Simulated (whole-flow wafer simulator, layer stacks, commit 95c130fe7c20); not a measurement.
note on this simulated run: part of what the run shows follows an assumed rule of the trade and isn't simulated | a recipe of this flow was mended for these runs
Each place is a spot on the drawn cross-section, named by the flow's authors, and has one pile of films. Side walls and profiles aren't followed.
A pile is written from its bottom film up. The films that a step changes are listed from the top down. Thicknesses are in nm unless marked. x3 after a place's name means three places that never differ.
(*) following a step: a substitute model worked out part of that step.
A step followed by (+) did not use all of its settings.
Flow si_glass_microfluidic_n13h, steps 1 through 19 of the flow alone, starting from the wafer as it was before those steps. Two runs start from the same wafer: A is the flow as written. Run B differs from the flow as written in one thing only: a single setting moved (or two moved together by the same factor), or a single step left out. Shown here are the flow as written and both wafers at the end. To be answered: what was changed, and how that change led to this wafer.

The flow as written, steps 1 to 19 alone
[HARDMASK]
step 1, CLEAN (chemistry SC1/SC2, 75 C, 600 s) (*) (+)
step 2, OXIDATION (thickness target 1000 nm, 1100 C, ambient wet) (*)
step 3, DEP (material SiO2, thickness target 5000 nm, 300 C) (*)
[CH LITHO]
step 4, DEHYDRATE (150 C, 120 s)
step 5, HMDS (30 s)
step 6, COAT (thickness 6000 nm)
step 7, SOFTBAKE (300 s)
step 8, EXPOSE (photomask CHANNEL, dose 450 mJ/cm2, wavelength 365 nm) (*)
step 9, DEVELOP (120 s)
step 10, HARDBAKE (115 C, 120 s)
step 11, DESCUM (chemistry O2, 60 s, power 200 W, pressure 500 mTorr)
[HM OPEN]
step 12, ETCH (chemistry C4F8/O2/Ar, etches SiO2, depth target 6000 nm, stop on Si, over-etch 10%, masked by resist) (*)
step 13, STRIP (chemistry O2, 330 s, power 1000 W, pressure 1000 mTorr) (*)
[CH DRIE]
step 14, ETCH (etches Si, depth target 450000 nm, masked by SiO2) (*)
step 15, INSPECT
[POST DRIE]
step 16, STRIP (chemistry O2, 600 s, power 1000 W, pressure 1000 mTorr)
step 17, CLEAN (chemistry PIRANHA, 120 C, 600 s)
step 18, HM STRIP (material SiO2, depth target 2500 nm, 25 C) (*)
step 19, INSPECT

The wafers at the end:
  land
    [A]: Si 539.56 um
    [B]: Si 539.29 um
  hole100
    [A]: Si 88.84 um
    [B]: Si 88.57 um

What caused this: step 2, OXIDATION: thickness target 1600 nm was run, while the flow as written has thickness target 1000 nm.

The path from the change to this, step by step:
  step 2, OXIDATION (thickness target 1000 nm, 1100 C, ambient wet) (*)
      land, hole100: A SiO2 gains 1000 (new film), chemical SiO2 loses 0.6 (all of it), Si loses 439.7 | B SiO2 gains 1600 (new film), chemical SiO2 loses 0.6 (all of it), Si loses 703.7
  step 12, ETCH (chemistry C4F8/O2/Ar, etches SiO2, depth target 6000 nm, stop on Si, over-etch 10%, masked by resist) (*)
      hole100: A SiO2 loses 6000 (all of it), Si loses 75 | B SiO2 loses 6600 (all of it), Si loses 82.5
  step 18, HM STRIP (material SiO2, depth target 2500 nm, 25 C) (*)
      land: A SiO2 loses 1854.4 (all of it) | B SiO2 loses 2452.7 (all of it)
